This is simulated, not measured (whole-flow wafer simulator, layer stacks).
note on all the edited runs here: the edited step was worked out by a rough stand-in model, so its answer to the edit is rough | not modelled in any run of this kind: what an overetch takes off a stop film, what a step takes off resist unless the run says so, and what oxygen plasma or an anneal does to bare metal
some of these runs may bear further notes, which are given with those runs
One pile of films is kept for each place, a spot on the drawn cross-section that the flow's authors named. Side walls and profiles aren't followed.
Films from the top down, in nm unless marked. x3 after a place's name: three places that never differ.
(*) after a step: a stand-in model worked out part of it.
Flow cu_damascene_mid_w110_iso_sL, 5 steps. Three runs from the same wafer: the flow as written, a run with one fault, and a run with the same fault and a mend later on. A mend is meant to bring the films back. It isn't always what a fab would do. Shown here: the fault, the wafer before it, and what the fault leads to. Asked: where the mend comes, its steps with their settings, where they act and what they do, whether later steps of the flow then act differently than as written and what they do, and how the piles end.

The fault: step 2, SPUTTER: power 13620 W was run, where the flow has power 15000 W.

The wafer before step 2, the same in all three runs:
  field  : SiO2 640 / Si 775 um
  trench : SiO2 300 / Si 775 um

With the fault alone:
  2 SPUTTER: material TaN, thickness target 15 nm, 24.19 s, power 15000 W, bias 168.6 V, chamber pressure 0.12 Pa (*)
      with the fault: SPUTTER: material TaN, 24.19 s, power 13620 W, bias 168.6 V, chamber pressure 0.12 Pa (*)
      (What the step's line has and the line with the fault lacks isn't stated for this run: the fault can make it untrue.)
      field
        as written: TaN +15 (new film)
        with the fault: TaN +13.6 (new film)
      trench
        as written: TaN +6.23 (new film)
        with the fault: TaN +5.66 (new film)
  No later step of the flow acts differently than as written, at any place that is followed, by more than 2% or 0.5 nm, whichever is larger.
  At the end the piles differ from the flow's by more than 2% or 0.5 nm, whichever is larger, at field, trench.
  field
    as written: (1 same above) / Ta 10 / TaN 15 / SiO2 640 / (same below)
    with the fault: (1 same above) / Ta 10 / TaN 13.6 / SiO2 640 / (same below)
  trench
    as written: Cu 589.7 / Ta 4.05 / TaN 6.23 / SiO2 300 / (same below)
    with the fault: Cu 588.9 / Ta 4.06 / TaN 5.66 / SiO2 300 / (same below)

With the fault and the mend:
  The mend comes after step 2.
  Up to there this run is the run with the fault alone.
  2a SPUTTER: material TaN, thickness target 1.382 nm, 2.229 s, power 15000 W, bias 168.6 V, chamber pressure 0.12 Pa (*) (the flow's step 2 once more, with other settings)
      field
        TaN +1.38
      trench
        TaN +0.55
  No later step of the flow acts differently than as written at any place that is followed.
  At the end the piles differ from the flow's only slightly at the places that both follow, by at most 2% or 0.5 nm, whichever is larger.
